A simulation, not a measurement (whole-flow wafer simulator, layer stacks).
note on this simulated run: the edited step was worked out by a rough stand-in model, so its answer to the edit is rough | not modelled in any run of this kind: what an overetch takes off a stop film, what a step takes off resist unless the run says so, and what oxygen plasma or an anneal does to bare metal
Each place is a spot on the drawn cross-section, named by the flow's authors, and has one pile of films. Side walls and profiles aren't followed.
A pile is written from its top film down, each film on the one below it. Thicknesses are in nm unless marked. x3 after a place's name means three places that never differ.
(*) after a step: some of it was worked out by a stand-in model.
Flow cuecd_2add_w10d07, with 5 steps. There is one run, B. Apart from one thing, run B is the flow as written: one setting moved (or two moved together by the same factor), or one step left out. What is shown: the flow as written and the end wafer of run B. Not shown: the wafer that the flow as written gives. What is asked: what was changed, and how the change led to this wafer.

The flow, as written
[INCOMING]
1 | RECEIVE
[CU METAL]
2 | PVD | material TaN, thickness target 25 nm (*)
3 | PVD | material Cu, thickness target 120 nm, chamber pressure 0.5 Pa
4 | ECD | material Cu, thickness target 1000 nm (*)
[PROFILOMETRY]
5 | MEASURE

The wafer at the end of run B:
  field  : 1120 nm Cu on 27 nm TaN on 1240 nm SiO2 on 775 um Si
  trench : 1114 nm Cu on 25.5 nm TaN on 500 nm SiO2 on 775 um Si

Cause: step 2, PVD: thickness target 27 nm was run, while the flow as written has thickness target 25 nm.
One can read it off the wafer: field has TaN 27, and step 2 as written asks for 25 nm.

How this came from the change, step by step:
  2 | PVD | material TaN, thickness target 25 nm (*)
      field: TaN gains 27 (new film) (as written it would have been: TaN gains 25 (new film))
      trench: TaN gains 25.5 (new film) (as written it would have been: TaN gains 23.7 (new film))
